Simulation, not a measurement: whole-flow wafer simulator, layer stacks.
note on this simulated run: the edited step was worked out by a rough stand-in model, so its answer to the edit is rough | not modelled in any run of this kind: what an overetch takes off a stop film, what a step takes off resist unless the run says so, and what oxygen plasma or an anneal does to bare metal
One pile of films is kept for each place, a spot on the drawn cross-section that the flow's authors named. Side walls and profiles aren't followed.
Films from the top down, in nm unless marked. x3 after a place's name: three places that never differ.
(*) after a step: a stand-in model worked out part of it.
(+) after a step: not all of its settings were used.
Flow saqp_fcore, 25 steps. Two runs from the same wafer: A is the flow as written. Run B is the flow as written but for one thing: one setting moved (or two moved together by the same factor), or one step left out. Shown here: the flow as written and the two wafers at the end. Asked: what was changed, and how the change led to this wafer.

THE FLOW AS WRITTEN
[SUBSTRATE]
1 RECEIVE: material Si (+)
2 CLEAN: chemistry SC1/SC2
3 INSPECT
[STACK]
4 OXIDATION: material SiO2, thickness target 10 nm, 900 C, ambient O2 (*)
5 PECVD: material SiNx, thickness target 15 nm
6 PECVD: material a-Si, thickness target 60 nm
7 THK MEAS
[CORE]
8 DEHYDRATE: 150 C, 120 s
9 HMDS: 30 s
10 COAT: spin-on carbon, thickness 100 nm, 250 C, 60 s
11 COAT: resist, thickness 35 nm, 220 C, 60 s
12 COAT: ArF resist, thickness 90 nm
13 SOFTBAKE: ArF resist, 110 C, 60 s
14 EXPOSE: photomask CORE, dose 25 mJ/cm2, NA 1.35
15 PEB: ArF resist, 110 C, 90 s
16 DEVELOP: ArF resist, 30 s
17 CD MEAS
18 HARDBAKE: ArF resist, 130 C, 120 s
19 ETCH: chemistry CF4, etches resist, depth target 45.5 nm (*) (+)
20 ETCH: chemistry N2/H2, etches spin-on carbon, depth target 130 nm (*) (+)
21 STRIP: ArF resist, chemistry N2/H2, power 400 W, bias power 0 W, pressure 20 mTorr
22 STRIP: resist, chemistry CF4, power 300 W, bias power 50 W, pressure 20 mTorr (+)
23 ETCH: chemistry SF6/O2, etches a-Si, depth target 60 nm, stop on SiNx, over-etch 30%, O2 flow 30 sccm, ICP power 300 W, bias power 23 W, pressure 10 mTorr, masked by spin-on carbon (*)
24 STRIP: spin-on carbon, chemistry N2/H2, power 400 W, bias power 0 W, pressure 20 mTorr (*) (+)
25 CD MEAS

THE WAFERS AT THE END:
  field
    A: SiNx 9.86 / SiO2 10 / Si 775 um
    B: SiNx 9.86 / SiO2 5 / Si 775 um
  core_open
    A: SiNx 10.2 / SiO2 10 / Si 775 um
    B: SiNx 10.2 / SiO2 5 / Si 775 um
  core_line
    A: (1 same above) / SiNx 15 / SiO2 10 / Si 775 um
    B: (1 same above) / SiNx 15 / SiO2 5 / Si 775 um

The cause: step 4, OXIDATION: thickness target 5 nm was run, where the flow has thickness target 10 nm.
It can be read off the wafer: field has SiO2 5, and step 4 as written asks for 10 nm.

How the change led to this, step by step:
  4 OXIDATION: material SiO2, thickness target 10 nm, 900 C, ambient O2 (*)
      field, core_open, core_line: A SiO2 +10 (new film), chemical SiO2 -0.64 (all of it), Si -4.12 | B SiO2 +5 (new film), chemical SiO2 -0.64 (all of it), Si -1.92
